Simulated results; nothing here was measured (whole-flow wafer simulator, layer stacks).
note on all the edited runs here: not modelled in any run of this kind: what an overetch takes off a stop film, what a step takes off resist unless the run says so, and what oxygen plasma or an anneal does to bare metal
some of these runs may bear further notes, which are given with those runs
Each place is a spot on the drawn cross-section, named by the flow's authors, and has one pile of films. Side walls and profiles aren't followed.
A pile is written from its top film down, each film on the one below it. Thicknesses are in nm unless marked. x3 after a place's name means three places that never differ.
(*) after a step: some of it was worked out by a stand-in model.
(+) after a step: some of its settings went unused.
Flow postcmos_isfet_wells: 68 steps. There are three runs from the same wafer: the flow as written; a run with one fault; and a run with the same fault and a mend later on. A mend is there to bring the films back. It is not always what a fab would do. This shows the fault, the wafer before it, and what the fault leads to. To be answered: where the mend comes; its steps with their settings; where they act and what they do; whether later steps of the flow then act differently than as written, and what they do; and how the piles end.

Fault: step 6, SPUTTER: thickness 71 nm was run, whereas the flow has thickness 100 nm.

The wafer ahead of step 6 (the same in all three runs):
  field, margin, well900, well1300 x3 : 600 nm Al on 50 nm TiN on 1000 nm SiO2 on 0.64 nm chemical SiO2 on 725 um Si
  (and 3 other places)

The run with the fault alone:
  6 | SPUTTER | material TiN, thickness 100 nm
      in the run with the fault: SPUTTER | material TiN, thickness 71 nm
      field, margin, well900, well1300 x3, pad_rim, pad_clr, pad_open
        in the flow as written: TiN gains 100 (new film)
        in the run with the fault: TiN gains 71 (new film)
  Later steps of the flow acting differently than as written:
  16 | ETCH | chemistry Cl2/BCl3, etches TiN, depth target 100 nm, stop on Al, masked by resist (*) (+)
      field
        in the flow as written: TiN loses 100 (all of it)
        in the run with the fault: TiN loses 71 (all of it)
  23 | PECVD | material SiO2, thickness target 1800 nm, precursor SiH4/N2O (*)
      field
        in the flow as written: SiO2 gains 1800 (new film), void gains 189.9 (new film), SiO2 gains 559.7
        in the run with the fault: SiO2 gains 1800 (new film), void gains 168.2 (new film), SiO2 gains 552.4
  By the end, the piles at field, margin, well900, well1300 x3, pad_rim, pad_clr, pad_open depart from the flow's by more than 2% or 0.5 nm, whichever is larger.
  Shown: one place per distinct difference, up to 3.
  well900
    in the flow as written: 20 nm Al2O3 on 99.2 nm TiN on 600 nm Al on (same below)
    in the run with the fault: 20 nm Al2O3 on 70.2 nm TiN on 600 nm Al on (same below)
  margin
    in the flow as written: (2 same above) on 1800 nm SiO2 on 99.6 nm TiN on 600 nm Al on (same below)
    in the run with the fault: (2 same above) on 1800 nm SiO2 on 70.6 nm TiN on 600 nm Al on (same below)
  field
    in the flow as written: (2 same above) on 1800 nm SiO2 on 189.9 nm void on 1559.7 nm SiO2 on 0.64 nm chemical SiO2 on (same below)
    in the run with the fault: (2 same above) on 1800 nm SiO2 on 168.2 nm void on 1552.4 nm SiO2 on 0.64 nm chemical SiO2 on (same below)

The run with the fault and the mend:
  The mend stands after step 15.
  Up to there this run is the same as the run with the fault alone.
  15a | STRIP | chemistry O2, 600 s (+)
      margin, well900, well1300 x3, pad_rim, pad_clr, pad_open
        KrF resist loses 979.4 (all of it)
  15b | SPUTTER | material TiN, thickness 29 nm (the flow's step 6 again, with other settings)
      field, margin, well900, well1300 x3, pad_rim, pad_clr, pad_open
        TiN gains 29
  15c | HMDS | 30 s (the flow's step 8 again)
      leaves every film unchanged at each place that is followed
  15d | COAT | KrF resist (the flow's step 9 again)
      field, margin, well900, well1300 x3, pad_rim, pad_clr, pad_open
        KrF resist gains 1000 (new film)
  15e | SOFTBAKE | material KrF resist (the flow's step 10 again)
      leaves every film unchanged at each place that is followed
  15f | EBR (the flow's step 11 again)
      leaves every film unchanged at each place that is followed
  15g | EXPOSE | photomask PLATE, NA 0.55, wavelength 248 nm (*) (the flow's step 12 again)
      leaves every film unchanged at each place that is followed
  15h | PEB (the flow's step 13 again)
      field, margin, well900, well1300 x3, pad_rim, pad_clr, pad_open
        KrF resist loses 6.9
  15i | DEVELOP | 60 s (the flow's step 14 again)
      margin, well900, well1300 x3, pad_rim, pad_clr, pad_open
        KrF resist loses 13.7
      field
        KrF resist loses 993.1 (all of it)
  Every later step of the flow that is run acts as written at every place that is followed.
  At every place that both follow, the piles at the end match the flow's.
